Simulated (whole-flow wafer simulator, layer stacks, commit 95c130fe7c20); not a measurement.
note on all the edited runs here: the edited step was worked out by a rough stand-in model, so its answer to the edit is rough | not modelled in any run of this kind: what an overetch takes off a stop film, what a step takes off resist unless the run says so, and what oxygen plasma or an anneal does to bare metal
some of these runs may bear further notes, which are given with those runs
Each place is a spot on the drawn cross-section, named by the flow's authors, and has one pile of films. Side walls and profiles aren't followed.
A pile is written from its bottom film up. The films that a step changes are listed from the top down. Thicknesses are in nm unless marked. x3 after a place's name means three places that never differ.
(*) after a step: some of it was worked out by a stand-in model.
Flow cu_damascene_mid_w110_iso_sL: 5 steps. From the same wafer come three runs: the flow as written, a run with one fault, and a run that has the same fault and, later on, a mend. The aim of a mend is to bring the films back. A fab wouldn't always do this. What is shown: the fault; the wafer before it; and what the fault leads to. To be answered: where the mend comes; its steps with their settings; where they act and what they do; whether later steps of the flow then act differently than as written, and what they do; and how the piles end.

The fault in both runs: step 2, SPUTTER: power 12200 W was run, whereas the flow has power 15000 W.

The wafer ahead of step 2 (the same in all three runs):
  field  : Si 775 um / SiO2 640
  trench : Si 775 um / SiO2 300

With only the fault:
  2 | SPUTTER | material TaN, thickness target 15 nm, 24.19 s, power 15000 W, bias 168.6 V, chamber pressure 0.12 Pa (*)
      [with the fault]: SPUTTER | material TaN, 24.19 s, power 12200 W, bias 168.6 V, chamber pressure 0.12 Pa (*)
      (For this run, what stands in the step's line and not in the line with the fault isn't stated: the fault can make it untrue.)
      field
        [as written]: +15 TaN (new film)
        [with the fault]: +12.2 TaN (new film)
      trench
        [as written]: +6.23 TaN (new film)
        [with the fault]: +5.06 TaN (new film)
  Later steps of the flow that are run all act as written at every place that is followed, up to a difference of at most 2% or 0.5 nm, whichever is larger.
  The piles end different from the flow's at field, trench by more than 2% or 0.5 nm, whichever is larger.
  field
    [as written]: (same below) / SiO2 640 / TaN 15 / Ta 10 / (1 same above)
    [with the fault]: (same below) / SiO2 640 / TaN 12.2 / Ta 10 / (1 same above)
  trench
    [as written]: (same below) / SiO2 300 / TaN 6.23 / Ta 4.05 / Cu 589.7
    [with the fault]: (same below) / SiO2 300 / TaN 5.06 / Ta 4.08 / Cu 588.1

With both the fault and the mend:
  After step 2 comes the mend.
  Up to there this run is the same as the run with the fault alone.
  2a | SPUTTER | material TaN, thickness target 2.8 nm, 4.52 s, power 15000 W, bias 168.6 V, chamber pressure 0.12 Pa (*) (a further turn of the flow's step 2, with different settings)
      field
        +2.8 TaN
      trench
        +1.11 TaN
  Later steps of the flow that are run all act as written at every place that is followed.
  At the end the piles are close to the flow's at the places that both follow, differing by at most 2% or 0.5 nm, whichever is larger.
